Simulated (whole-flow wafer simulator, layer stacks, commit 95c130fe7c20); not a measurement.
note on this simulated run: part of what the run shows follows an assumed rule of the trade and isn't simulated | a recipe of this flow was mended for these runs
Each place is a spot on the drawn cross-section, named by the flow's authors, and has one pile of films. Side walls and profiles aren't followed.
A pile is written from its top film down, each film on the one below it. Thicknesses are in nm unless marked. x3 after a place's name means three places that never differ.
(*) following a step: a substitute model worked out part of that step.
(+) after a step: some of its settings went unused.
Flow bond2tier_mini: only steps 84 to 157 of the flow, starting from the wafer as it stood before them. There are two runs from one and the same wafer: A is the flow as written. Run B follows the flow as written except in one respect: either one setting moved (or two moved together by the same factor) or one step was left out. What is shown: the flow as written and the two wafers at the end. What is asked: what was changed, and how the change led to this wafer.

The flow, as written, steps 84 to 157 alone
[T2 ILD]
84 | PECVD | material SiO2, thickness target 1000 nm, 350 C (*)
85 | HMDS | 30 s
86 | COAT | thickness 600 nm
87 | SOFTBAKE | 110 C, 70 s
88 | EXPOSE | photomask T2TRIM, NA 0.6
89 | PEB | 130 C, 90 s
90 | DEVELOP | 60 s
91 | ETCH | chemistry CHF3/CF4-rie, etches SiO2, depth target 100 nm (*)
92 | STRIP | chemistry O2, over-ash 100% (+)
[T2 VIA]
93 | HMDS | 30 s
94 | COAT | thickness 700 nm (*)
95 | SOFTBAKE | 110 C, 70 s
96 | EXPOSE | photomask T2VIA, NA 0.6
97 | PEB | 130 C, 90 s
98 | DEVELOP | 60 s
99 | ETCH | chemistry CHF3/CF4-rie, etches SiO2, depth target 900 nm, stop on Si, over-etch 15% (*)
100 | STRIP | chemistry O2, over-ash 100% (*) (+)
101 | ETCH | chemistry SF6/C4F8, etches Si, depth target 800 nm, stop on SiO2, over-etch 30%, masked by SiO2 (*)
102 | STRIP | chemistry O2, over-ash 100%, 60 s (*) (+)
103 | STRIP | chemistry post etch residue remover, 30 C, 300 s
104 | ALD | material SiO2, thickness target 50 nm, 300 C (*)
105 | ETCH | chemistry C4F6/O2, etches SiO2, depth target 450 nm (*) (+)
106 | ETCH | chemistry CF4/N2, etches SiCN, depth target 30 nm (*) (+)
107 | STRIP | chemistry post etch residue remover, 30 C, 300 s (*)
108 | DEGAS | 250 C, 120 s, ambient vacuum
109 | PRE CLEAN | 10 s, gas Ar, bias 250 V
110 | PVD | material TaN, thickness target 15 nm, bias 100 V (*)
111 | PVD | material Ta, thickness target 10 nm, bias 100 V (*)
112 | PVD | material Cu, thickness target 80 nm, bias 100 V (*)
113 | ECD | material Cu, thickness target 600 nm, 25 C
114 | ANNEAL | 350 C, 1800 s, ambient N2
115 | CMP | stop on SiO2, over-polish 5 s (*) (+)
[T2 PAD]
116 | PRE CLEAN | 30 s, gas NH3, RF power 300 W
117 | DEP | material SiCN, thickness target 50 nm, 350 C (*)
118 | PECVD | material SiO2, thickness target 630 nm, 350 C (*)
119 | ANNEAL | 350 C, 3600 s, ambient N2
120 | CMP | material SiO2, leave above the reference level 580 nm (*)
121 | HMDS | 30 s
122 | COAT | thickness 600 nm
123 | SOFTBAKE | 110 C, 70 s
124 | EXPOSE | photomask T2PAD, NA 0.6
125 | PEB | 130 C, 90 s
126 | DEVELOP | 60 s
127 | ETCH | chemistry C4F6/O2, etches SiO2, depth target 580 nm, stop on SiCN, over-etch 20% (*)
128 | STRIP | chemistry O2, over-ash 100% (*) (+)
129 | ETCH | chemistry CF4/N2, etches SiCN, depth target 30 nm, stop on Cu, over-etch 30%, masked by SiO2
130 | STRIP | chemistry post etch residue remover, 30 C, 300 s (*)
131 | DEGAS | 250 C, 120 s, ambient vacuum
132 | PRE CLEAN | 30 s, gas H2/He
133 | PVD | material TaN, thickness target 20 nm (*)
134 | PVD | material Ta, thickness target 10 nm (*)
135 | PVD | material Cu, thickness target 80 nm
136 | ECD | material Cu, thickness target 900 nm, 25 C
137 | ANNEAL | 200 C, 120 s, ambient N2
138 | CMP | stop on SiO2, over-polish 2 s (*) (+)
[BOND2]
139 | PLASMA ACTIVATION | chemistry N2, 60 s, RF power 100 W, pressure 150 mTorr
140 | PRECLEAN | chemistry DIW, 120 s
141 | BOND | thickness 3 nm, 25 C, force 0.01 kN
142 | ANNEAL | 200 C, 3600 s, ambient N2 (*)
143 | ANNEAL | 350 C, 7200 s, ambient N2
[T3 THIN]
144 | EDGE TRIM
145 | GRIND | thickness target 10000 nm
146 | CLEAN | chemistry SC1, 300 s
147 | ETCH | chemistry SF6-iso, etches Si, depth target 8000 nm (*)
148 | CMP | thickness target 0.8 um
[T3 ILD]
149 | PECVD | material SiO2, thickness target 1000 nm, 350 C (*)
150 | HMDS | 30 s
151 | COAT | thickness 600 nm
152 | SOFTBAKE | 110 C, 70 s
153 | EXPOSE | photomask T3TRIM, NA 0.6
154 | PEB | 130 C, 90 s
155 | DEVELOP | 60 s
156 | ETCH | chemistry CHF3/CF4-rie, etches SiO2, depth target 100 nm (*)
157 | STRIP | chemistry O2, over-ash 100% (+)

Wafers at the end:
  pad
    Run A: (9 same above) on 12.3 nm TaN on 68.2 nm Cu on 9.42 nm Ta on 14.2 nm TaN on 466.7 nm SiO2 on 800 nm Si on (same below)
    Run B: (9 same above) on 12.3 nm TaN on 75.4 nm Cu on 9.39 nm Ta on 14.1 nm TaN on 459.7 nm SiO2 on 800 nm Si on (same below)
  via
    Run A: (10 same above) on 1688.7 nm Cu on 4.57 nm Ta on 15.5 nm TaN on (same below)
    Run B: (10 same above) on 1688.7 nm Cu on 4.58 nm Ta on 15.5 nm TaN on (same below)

Cause: step 91, ETCH: depth target 107.2 nm was run, though the flow has depth target 100 nm.

The path from the change to this, step by step:
  91 | ETCH | chemistry CHF3/CF4-rie, etches SiO2, depth target 100 nm (*)
      pad, via: A -100 SiO2 | B -107.2 SiO2
      field: A -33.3 thick-KrF-resist | B -35.7 thick-KrF-resist
  99 | ETCH | chemistry CHF3/CF4-rie, etches SiO2, depth target 900 nm, stop on Si, over-etch 15% (*)
      via: A -900 SiO2 (all of it), -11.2 Si | B -892.8 SiO2 (all of it), -11.9 Si
